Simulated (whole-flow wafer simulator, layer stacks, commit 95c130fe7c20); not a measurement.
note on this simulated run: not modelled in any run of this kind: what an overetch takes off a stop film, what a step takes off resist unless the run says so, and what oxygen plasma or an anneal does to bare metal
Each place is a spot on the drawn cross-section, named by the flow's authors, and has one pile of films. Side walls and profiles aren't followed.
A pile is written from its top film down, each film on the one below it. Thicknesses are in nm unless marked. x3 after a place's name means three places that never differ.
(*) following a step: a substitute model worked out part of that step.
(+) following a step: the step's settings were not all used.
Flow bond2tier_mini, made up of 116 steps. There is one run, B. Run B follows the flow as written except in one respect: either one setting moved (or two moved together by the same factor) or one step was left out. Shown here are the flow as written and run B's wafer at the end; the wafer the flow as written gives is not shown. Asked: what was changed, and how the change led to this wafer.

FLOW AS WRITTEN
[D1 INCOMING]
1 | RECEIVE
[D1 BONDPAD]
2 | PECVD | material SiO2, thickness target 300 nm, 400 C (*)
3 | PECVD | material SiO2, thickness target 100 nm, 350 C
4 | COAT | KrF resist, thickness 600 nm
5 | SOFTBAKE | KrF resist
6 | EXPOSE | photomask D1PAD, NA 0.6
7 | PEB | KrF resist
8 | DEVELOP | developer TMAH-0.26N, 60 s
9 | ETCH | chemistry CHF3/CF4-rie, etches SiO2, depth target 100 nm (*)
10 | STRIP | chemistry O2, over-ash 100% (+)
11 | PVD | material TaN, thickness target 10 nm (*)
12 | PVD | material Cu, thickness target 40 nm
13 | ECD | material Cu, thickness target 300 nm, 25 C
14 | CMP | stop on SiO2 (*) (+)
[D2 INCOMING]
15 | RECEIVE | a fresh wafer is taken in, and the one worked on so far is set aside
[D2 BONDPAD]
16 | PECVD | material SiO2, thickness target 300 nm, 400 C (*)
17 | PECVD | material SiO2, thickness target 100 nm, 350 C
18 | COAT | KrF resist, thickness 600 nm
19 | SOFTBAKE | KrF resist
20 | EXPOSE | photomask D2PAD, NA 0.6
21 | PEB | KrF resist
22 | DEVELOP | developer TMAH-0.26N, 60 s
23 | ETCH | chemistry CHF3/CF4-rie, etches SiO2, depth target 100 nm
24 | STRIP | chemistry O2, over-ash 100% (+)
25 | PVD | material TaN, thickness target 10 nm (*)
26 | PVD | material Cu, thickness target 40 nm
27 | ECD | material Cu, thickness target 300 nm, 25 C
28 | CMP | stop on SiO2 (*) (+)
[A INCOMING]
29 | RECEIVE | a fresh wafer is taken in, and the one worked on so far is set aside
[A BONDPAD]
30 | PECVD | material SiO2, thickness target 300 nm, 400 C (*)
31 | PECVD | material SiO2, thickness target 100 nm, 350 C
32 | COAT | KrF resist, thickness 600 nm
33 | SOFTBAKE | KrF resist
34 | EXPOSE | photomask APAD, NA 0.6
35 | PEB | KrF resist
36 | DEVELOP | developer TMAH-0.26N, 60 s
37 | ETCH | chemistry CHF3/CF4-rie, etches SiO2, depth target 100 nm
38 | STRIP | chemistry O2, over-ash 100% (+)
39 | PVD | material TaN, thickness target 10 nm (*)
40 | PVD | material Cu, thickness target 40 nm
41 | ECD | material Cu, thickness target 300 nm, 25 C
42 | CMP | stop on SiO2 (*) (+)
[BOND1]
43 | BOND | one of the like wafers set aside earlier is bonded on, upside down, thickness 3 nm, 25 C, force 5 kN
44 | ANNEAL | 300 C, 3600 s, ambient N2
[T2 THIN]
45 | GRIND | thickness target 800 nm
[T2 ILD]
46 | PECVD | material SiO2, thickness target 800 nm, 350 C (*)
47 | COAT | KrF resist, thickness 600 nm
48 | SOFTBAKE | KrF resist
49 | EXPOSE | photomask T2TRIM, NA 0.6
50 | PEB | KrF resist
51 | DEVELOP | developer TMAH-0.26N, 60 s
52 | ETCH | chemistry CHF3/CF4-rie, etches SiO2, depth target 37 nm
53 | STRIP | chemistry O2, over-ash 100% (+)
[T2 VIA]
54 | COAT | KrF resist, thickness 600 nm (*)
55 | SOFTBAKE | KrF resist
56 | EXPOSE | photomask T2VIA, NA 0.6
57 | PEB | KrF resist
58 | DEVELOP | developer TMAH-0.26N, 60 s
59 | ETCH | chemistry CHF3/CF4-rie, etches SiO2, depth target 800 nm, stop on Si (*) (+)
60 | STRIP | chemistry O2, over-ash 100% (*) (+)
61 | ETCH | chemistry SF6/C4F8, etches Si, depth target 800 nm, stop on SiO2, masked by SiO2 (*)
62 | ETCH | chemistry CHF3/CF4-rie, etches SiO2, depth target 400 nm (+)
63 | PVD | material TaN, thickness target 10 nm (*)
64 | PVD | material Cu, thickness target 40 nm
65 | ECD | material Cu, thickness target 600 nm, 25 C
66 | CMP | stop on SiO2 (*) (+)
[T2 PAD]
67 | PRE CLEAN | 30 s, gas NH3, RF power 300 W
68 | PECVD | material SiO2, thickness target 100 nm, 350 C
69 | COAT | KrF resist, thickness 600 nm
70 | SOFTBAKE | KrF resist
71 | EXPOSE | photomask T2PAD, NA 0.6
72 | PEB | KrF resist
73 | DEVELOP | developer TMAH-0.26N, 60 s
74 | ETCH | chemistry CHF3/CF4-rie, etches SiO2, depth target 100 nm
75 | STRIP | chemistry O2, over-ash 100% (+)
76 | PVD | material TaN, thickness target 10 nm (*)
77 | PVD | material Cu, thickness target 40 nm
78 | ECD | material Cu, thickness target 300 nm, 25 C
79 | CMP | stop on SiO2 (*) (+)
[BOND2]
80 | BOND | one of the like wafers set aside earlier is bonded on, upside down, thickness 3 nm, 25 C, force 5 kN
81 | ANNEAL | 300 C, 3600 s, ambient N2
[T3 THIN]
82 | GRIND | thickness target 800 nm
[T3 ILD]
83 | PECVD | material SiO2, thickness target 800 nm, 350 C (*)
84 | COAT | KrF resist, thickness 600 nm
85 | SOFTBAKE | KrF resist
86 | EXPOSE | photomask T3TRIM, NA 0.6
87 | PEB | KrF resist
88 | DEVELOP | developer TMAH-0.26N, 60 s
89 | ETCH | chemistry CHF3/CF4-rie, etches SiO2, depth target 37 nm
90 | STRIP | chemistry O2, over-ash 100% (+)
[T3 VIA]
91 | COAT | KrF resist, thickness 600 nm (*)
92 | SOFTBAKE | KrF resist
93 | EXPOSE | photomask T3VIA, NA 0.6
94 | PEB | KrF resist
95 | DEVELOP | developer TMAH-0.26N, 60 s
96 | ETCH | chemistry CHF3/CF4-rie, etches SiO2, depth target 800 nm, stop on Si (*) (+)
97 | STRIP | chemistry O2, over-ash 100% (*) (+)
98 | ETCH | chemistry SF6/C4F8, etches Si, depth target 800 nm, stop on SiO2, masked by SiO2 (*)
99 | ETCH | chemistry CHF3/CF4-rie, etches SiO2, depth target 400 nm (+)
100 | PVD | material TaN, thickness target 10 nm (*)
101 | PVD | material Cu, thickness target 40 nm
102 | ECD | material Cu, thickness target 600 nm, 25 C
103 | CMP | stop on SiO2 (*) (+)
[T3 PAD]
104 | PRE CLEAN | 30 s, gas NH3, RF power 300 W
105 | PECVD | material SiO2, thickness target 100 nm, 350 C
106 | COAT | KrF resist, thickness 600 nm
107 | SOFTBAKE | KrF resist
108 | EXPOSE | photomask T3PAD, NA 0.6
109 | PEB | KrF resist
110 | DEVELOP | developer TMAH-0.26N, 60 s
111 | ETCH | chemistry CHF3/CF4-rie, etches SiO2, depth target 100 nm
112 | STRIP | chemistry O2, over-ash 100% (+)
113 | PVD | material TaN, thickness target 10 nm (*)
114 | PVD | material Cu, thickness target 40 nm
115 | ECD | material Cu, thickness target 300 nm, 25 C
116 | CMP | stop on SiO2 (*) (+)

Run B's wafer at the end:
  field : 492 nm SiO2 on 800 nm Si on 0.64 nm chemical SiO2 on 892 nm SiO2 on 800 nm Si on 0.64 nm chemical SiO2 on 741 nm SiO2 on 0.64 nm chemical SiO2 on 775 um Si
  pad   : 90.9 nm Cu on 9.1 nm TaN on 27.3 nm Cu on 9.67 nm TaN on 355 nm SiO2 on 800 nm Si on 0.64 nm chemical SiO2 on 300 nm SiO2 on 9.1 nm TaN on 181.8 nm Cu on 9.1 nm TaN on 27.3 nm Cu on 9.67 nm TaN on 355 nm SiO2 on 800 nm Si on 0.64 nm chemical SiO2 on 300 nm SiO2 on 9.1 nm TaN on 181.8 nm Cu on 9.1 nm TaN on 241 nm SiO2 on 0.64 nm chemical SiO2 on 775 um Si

The reason: step 31, PECVD: thickness target 41 nm was run, though the flow has thickness target 100 nm.

Step by step, how the change led to this:
  31 | PECVD | material SiO2, thickness target 100 nm, 350 C
      field, pad, via: +41 SiO2 (as written it would have been: +100 SiO2)
